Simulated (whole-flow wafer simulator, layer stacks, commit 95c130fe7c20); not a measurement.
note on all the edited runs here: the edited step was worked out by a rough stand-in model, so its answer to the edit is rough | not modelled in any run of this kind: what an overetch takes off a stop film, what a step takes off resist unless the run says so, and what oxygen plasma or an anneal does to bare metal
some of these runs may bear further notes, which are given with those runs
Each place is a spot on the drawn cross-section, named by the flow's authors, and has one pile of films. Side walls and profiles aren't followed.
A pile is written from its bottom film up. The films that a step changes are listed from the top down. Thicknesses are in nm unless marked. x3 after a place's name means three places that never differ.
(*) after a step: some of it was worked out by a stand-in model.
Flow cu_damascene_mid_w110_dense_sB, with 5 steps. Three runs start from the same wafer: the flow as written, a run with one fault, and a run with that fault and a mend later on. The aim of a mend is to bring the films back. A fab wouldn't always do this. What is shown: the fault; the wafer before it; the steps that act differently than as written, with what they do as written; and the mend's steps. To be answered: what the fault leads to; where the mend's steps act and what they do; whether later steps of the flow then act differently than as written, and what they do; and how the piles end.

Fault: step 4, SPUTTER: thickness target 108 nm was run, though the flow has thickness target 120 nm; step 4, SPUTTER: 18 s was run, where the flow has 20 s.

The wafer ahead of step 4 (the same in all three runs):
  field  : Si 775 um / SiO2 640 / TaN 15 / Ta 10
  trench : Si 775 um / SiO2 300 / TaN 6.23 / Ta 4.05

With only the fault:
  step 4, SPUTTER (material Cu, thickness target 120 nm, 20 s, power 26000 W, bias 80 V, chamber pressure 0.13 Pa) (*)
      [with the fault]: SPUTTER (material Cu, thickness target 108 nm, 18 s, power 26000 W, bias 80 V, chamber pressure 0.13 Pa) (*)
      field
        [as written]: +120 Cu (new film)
        [with the fault]: +108 Cu (new film)
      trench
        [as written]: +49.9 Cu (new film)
        [with the fault]: +44.9 Cu (new film)
  Every later step of the flow that is run acts as written, at every place that is followed, to within 2% or 0.5 nm, whichever is larger.
  By the end, the piles at field, trench depart from the flow's by more than 2% or 0.5 nm, whichever is larger.
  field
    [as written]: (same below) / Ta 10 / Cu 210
    [with the fault]: (same below) / Ta 10 / Cu 198
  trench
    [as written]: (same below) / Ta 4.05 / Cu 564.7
    [with the fault]: (same below) / Ta 4.05 / Cu 552.7

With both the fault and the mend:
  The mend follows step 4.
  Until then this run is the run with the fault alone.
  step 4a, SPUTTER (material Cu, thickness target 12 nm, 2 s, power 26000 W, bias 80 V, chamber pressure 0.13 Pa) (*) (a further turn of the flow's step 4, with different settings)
      field
        +12 Cu
      trench
        +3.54 Cu
  Every later step of the flow that is run acts as written, at every place that is followed, to within 2% or 0.5 nm, whichever is larger.
  By the end, the piles equal the flow's at every place that both follow.
